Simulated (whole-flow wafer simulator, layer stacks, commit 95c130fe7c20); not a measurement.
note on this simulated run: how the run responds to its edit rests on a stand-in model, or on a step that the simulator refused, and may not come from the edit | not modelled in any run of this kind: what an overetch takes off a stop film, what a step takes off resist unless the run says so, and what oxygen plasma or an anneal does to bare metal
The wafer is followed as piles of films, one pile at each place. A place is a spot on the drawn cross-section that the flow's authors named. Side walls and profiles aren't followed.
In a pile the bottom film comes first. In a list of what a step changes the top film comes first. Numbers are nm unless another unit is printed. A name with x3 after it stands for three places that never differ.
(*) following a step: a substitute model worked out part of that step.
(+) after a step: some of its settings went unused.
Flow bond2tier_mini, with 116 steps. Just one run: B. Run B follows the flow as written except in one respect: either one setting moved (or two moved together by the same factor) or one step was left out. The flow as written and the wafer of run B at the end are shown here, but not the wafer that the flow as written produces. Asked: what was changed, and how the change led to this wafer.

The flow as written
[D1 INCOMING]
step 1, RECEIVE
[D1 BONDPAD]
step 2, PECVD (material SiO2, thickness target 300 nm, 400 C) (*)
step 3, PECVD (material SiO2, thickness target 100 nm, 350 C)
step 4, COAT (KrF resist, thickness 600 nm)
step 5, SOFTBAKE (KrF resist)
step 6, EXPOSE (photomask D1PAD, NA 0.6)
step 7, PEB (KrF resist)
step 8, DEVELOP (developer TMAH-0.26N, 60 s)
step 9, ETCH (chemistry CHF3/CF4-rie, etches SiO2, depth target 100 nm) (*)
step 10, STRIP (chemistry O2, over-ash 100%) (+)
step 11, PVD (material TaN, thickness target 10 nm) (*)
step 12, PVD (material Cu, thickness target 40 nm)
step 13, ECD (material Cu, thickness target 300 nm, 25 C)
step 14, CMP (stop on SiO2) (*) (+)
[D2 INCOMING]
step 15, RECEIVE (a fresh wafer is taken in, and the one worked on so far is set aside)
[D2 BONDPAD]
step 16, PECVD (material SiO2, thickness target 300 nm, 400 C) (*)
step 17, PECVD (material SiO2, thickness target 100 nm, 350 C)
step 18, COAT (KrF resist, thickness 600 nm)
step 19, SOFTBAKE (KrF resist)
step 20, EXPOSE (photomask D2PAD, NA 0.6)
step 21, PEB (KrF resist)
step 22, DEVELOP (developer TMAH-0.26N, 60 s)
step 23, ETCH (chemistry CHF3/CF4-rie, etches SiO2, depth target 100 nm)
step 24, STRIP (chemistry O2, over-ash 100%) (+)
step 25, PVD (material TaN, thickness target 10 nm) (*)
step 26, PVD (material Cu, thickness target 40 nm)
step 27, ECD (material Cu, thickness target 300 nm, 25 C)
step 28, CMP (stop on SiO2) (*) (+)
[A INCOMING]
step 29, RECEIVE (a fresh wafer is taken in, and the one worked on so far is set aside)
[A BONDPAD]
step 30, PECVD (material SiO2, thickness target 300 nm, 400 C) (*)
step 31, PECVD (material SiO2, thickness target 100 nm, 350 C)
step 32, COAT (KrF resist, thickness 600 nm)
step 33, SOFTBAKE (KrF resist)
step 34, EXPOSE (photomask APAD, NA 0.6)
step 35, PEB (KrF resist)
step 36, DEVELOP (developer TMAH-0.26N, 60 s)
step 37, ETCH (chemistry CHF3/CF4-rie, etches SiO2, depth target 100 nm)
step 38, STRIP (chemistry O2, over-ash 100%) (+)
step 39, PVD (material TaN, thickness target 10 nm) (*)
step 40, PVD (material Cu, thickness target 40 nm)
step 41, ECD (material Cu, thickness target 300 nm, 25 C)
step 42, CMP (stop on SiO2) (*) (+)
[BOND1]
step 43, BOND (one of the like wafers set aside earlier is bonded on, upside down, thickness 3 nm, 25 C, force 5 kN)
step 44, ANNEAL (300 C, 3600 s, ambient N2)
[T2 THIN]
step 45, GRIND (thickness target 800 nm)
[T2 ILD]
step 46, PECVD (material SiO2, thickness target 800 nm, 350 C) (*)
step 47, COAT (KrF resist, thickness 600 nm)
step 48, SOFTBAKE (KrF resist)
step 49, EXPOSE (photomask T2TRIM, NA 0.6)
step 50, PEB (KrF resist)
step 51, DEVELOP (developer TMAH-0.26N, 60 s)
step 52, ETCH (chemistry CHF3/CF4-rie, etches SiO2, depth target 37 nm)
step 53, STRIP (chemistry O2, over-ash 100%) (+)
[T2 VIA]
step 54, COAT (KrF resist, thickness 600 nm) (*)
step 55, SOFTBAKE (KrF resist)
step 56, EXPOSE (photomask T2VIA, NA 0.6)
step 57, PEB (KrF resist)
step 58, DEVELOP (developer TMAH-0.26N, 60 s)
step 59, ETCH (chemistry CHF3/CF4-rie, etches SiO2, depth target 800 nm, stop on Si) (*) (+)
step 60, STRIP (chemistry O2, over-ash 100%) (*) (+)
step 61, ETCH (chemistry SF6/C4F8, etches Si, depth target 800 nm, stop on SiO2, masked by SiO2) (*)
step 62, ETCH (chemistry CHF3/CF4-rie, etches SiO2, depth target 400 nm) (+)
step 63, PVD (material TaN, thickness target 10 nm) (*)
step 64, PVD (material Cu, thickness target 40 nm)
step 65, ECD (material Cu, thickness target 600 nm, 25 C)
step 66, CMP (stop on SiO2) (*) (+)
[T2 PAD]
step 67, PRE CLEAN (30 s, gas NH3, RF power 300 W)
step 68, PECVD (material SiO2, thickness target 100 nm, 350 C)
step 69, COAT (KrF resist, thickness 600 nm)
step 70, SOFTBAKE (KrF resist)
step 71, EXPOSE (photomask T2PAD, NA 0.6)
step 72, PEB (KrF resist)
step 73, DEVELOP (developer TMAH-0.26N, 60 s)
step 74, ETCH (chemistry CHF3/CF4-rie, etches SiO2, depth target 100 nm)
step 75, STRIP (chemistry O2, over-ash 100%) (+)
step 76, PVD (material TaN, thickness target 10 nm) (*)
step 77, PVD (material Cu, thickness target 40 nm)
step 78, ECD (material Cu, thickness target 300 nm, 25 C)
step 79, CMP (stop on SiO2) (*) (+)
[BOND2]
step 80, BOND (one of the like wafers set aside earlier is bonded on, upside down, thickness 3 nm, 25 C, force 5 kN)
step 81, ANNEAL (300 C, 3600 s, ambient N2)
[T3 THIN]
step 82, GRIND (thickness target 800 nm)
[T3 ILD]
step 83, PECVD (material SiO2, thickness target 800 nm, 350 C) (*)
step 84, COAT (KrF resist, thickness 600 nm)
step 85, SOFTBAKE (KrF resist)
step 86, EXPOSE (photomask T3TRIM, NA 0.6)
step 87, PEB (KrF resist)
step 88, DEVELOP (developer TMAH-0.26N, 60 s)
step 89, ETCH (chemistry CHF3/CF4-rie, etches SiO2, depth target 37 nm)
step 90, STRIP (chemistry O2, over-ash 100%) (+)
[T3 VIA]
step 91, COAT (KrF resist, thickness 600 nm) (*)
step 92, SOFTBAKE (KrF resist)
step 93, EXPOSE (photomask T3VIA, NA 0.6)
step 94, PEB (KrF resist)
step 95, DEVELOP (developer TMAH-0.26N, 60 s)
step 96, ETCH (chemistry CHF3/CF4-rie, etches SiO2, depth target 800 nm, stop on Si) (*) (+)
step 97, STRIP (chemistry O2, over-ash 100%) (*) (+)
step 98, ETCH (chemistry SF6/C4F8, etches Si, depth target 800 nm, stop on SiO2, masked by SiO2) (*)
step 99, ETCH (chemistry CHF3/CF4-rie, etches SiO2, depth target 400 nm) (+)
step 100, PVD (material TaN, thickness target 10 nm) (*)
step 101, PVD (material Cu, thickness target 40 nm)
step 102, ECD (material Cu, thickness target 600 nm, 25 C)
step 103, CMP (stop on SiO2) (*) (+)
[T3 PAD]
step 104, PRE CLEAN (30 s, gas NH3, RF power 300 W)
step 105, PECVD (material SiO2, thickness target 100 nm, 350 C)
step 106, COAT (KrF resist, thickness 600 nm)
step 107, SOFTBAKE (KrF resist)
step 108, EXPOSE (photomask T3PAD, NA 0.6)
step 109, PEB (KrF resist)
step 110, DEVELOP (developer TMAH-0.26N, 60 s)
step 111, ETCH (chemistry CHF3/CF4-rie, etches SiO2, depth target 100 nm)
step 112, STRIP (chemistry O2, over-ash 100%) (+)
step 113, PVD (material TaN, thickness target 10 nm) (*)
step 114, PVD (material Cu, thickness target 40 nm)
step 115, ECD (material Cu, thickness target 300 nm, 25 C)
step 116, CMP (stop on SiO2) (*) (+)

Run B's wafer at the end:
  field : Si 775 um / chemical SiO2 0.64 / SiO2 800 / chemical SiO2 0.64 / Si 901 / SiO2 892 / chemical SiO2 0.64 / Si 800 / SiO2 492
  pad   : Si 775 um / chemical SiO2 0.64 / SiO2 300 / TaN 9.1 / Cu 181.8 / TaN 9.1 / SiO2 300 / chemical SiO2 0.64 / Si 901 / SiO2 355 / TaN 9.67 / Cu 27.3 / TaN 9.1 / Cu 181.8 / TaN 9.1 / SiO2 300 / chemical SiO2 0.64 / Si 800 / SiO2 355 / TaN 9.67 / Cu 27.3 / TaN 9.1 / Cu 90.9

What caused this: step 45, GRIND: thickness target 901 nm was run, whereas the flow has thickness target 800 nm.
One can read it off the wafer: field has Si 901, and step 45 as written asks for 800 nm.

How this came from the change, step by step:
  step 45, GRIND (thickness target 800 nm)
      field, pad, via: -774.1 um Si (as written it would have been: -774.2 um Si)
